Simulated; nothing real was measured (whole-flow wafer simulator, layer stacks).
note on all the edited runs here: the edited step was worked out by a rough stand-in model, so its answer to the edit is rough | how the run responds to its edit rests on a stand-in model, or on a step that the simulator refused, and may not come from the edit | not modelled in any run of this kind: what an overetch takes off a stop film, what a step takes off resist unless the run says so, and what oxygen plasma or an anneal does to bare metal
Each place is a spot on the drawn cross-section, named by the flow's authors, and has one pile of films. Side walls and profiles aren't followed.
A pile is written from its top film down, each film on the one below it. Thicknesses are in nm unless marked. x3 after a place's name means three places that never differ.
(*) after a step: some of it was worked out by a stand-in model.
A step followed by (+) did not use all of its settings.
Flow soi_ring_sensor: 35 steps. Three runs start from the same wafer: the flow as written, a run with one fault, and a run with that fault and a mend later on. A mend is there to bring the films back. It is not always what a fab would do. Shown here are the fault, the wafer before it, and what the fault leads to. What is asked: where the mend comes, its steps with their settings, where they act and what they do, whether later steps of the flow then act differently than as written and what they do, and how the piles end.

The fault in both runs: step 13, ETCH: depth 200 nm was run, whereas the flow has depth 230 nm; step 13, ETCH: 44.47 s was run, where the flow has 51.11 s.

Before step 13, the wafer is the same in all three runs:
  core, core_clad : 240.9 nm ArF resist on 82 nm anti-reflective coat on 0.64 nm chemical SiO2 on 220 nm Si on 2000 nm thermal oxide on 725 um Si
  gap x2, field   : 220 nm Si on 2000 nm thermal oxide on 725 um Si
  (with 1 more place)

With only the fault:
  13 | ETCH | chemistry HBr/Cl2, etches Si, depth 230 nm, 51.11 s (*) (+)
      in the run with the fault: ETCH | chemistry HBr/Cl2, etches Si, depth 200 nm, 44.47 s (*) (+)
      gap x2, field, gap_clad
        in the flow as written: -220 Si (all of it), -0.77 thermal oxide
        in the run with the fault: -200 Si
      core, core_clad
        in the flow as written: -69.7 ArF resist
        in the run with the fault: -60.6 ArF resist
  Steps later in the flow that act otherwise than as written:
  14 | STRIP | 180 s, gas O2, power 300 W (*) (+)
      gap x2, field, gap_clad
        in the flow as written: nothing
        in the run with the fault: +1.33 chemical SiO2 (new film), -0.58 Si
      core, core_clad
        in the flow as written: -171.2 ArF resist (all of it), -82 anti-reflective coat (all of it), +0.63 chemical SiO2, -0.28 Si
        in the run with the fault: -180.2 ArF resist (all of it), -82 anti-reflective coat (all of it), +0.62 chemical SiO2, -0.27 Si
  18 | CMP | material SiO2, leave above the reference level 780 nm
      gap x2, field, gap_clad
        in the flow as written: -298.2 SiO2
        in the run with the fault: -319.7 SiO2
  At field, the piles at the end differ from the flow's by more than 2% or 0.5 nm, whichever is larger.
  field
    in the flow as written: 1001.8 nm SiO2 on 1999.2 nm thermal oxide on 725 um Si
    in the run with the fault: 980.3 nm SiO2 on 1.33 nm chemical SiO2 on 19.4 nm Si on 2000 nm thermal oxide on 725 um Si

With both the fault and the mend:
  After step 13 comes the mend.
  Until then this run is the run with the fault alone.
  13a | ETCH | chemistry HBr/Cl2, etches Si, depth 30 nm, 6.667 s (*) (+) (the flow's step 13, run once more with other settings)
      gap x2, field, gap_clad
        -20 Si (all of it), -0.77 thermal oxide
      core, core_clad
        -9.09 ArF resist
  None of the later steps of the flow acts differently than as written at any place that is followed.
  By the end, the piles equal the flow's at every place that both follow.
